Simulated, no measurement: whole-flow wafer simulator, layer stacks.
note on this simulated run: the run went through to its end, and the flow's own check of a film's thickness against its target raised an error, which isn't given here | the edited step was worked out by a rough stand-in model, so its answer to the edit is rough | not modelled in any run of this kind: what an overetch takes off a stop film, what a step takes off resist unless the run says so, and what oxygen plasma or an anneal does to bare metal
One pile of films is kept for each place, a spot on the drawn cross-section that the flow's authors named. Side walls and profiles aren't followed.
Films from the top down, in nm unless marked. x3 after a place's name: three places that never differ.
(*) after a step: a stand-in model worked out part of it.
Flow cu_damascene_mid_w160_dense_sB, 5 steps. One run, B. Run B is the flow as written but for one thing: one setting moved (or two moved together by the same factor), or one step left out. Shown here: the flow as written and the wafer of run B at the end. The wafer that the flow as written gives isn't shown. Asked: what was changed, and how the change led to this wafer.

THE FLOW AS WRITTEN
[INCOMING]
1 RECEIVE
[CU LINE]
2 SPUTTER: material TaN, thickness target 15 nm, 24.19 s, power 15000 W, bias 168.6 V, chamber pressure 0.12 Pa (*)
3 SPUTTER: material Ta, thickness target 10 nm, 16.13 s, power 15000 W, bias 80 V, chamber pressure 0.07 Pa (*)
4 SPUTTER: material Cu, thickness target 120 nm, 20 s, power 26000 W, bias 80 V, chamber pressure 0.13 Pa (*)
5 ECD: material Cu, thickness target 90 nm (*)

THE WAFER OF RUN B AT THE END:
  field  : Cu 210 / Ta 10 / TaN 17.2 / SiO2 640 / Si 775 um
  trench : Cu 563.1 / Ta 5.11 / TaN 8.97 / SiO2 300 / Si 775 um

The cause: step 2, SPUTTER: thickness target 17.2 nm was run, where the flow has thickness target 15 nm; step 2, SPUTTER: 27.82 s was run, where the flow has 24.19 s.
It can be read off the wafer: field has TaN 17.2, and step 2 as written asks for 15 nm.

How the change led to this, step by step:
  2 SPUTTER: material TaN, thickness target 15 nm, 24.19 s, power 15000 W, bias 168.6 V, chamber pressure 0.12 Pa (*)
      field: TaN +17.2 (new film) (as written it would be: TaN +15 (new film))
      trench: TaN +8.97 (new film) (as written it would be: TaN +7.82 (new film))
